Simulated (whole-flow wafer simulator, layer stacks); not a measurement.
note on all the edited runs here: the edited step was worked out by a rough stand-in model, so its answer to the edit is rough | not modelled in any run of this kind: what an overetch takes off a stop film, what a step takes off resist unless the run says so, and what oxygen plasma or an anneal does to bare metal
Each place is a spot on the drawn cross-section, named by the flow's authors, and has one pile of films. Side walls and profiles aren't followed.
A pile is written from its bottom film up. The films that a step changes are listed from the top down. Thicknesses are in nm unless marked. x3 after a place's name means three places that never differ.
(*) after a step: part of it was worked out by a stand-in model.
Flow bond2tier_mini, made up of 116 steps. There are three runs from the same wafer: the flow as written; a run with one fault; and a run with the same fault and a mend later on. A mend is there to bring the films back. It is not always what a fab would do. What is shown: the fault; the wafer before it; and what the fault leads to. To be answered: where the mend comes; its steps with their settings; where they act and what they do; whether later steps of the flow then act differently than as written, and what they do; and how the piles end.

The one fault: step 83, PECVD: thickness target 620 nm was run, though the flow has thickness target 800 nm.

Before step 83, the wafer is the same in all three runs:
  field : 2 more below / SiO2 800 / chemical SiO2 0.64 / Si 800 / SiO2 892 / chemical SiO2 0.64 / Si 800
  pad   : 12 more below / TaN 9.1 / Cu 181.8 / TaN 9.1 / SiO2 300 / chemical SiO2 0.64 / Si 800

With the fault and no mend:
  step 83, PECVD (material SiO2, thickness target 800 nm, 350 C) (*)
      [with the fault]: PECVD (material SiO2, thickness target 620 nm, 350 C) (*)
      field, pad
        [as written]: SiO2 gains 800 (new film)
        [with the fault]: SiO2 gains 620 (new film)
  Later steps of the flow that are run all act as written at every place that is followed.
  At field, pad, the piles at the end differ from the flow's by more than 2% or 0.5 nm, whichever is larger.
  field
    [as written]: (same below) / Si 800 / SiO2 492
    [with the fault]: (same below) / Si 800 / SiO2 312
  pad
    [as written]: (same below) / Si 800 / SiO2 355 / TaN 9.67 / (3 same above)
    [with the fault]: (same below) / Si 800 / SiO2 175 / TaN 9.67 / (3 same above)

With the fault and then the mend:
  The mend follows step 83.
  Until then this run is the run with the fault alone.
  step 83a, PECVD (material SiO2, thickness target 180 nm, 350 C) (the flow's step 83, run once more with other settings)
      field, pad
        SiO2 gains 180
  Later steps of the flow that are run all act as written at every place that is followed.
  At every place that both follow, the piles at the end match the flow's.
